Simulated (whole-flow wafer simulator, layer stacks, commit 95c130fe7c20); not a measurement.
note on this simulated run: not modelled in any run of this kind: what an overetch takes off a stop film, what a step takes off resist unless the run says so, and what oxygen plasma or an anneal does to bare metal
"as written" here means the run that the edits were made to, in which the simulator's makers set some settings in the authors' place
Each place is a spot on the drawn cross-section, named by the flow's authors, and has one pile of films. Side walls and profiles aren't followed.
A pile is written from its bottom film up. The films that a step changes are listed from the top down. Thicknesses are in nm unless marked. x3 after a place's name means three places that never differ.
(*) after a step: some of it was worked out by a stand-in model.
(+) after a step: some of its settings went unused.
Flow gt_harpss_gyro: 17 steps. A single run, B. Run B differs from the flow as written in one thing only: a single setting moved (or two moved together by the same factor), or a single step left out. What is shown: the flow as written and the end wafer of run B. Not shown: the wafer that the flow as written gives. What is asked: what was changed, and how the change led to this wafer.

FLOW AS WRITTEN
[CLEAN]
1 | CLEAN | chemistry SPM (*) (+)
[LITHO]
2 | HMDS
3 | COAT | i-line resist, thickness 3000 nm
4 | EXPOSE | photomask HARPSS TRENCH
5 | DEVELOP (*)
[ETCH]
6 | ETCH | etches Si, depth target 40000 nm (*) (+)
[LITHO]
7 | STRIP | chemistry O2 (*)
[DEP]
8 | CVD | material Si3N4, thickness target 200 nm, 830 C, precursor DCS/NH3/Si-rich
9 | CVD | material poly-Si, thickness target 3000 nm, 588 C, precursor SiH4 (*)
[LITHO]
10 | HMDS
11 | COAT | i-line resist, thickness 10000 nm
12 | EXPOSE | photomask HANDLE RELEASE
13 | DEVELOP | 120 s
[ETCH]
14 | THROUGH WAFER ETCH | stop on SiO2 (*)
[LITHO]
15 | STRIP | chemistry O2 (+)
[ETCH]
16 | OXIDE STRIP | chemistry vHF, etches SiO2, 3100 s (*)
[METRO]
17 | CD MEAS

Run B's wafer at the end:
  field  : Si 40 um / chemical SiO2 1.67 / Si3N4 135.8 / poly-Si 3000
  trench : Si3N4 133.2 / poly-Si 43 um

Cause: step 8, CVD: thickness target 135.8 nm was run, while the flow as written has thickness target 200 nm.
The wafer lets one read it off: field has Si3N4 135.8, and step 8 as written asks for 200 nm.

Step by step, how the change led to this:
  8 | CVD | material Si3N4, thickness target 200 nm, 830 C, precursor DCS/NH3/Si-rich
      field: +135.8 Si3N4 (new film) (it would be, as written: +200 Si3N4 (new film))
      trench: +133.2 Si3N4 (new film) (it would be, as written: +195.9 Si3N4 (new film))
  9 | CVD | material poly-Si, thickness target 3000 nm, 588 C, precursor SiH4 (*)
      trench: +43 um poly-Si (new film) (it would be, as written: +43.01 um poly-Si (new film))
